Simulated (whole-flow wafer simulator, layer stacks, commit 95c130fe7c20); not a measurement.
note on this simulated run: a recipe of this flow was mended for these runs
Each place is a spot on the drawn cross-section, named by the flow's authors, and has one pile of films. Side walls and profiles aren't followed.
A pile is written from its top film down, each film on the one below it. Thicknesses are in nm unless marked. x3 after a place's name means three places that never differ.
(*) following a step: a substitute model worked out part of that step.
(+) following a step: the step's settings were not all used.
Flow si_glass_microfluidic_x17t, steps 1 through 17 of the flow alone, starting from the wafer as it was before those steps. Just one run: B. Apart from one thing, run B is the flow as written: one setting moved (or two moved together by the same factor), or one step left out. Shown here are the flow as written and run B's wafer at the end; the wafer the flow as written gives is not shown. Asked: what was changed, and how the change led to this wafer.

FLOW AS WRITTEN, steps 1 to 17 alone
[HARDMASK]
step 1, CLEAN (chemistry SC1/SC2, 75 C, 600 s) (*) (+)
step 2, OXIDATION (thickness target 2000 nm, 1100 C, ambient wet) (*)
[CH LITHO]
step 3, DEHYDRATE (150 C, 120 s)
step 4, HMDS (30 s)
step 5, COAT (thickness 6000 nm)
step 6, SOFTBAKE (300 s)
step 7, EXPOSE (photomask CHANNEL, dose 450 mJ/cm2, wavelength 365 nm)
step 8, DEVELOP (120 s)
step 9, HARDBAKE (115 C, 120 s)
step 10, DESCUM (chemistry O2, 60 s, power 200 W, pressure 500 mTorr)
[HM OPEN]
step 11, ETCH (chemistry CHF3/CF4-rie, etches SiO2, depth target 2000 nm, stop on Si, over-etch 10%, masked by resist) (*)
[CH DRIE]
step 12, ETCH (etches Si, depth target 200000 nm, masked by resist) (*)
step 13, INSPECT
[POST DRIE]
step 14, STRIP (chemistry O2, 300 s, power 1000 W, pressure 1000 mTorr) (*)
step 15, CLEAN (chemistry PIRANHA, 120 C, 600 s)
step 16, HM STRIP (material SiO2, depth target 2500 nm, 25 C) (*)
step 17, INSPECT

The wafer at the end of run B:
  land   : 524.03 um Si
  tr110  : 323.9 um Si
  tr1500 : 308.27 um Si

The reason: step 2, OXIDATION: 1135 C was run, though the flow has 1100 C.

The path from the change to this, step by step:
  step 2, OXIDATION (thickness target 2000 nm, 1100 C, ambient wet) (*)
      land, tr110, tr1500, tr15: SiO2 gains 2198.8 (new film), chemical SiO2 loses 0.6 (all of it), Si loses 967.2 (as written it would have been: SiO2 gains 2000 (new film), chemical SiO2 loses 0.6 (all of it), Si loses 879.7)
  step 11, ETCH (chemistry CHF3/CF4-rie, etches SiO2, depth target 2000 nm, stop on Si, over-etch 10%, masked by resist) (*)
      tr110, tr1500, tr15: SiO2 loses 2198.8 (all of it), Si loses 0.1 (as written it would have been: SiO2 loses 2000 (all of it), Si loses 16.7)
  step 12, ETCH (etches Si, depth target 200000 nm, masked by resist) (*)
      tr1500: Si loses 215.76 um (as written it would have been: Si loses 215.73 um)
      tr15: Si loses 149.93 um (as written it would have been: Si loses 149.99 um)
  step 16, HM STRIP (material SiO2, depth target 2500 nm, 25 C) (*)
      land: SiO2 loses 2198.8 (all of it) (as written it would have been: SiO2 loses 2000 (all of it))
